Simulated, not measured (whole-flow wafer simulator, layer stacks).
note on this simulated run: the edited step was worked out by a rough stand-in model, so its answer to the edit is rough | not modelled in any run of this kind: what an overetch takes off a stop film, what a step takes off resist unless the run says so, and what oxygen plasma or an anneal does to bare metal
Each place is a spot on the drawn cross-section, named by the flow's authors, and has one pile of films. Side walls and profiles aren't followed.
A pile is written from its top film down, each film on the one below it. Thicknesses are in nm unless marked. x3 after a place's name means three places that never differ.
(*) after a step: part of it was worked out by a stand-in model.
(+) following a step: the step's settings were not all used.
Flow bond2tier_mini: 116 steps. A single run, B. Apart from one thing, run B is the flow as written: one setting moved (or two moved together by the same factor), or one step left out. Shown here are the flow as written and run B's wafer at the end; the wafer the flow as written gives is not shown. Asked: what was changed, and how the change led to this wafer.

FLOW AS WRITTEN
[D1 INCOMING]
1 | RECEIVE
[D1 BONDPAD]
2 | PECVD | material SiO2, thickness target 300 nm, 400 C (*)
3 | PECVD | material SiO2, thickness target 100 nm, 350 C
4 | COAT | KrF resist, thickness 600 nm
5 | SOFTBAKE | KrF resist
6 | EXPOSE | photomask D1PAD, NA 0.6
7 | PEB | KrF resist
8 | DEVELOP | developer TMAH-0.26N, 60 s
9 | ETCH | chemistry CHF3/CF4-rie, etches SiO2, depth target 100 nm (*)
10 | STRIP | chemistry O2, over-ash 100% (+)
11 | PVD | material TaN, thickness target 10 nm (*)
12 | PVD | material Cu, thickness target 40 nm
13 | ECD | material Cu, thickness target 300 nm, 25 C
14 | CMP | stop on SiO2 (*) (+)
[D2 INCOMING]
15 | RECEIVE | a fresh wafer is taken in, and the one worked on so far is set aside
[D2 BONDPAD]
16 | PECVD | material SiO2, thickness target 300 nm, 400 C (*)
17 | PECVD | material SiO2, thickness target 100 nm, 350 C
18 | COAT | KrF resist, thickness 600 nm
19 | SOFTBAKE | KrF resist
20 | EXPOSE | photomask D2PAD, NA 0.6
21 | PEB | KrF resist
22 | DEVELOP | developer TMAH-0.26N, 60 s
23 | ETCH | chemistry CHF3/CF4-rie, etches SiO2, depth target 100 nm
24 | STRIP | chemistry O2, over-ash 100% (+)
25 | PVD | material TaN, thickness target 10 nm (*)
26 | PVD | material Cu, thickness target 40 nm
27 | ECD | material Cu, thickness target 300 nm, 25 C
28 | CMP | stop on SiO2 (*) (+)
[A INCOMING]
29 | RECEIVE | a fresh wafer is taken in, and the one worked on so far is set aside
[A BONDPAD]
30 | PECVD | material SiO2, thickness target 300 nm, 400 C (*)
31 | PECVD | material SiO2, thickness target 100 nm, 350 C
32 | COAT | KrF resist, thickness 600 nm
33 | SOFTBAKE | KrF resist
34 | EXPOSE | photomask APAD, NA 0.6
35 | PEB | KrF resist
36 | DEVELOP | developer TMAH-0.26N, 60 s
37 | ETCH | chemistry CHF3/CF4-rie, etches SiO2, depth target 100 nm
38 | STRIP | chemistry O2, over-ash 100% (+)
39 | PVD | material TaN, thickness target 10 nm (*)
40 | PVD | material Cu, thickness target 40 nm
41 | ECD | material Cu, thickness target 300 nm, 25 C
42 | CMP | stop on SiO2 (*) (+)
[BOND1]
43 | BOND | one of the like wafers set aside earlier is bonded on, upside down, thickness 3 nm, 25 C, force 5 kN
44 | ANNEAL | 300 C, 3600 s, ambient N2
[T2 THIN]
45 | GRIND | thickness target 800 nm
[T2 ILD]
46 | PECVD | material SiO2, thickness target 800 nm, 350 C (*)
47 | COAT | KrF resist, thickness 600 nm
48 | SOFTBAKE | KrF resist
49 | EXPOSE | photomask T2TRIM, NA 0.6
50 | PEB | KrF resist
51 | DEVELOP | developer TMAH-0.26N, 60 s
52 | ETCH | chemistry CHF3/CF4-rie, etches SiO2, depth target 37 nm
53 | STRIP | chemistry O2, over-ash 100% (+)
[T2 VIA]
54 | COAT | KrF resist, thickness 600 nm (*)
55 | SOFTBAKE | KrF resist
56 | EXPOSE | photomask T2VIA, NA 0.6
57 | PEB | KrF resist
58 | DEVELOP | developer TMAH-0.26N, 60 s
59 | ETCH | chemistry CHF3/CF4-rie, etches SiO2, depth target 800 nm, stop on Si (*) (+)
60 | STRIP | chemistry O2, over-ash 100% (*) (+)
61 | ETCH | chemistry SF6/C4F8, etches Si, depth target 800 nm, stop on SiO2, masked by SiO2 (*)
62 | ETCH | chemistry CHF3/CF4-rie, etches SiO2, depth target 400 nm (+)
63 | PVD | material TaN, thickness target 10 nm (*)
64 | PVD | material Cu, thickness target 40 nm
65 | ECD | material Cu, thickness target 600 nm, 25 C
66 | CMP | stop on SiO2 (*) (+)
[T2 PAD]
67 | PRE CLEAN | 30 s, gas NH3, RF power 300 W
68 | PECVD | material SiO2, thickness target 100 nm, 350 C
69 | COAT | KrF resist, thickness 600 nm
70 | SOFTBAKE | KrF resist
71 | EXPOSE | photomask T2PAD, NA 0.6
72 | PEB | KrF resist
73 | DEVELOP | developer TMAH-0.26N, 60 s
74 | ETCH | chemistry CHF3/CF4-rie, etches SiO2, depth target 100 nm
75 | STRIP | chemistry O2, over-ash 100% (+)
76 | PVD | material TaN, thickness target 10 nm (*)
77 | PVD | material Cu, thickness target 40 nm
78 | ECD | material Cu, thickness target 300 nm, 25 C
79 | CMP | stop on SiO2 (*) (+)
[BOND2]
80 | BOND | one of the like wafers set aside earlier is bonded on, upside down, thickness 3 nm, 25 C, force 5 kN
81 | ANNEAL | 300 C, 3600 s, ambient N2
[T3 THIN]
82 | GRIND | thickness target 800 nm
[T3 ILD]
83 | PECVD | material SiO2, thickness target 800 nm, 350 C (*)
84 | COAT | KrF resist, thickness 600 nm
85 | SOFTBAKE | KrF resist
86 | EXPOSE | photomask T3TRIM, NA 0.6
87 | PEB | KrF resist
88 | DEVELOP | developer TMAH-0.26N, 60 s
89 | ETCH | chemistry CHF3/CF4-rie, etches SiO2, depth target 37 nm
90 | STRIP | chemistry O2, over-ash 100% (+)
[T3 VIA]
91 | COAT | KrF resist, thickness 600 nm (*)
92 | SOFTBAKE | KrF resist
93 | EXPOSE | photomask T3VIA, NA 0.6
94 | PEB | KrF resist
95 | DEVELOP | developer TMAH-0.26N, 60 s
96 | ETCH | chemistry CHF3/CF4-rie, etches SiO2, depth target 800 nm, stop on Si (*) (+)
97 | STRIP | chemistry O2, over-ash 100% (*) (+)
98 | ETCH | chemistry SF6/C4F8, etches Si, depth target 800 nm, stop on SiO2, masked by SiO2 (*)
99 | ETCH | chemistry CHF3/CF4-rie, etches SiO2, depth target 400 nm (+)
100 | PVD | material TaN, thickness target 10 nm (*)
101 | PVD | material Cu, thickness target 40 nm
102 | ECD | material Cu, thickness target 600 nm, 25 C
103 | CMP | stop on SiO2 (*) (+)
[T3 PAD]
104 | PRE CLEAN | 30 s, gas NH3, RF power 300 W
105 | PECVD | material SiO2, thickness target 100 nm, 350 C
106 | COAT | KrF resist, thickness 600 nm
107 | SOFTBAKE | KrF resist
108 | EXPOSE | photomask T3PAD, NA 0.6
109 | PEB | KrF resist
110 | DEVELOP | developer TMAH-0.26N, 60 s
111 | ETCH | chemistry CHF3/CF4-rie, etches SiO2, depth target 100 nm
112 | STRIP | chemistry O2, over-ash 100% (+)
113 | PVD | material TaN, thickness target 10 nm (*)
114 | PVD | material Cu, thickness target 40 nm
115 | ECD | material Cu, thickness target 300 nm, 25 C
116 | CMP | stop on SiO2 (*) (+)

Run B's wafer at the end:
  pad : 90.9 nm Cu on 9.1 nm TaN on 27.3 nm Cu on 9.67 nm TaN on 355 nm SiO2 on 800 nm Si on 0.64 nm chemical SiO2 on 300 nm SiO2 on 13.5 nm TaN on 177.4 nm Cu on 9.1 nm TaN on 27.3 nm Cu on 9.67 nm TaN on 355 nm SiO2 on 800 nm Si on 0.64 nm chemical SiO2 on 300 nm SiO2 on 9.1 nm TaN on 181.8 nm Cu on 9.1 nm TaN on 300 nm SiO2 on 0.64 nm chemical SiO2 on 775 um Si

What caused this: step 25, PVD: thickness target 14.8 nm was run, while the flow as written has thickness target 10 nm.

How this came from the change, step by step:
  25 | PVD | material TaN, thickness target 10 nm (*)
      field: TaN gains 14.8 (new film) (in the flow as written it would be: TaN gains 10 (new film))
      pad: TaN gains 13.5 (new film) (in the flow as written it would be: TaN gains 9.1 (new film))
      (and at 1 other place as well)
  28 | CMP | stop on SiO2 (*) (+)
      field: Cu loses 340 (all of it), TaN loses 14.8 (all of it) (in the flow as written it would be: Cu loses 340 (all of it), TaN loses 10 (all of it))
  80 | BOND | one of the like wafers set aside earlier is bonded on, upside down, thickness 3 nm, 25 C, force 5 kN
      pad: Si gains 775 um (new film), chemical SiO2 gains 0.64 (new film), SiO2 gains 300 (new film), TaN gains 13.5 (new film), Cu gains 86.5 (in the flow as written it would be: Si gains 775 um (new film), chemical SiO2 gains 0.64 (new film), SiO2 gains 300 (new film), TaN gains 9.1 (new film), Cu gains 90.9)
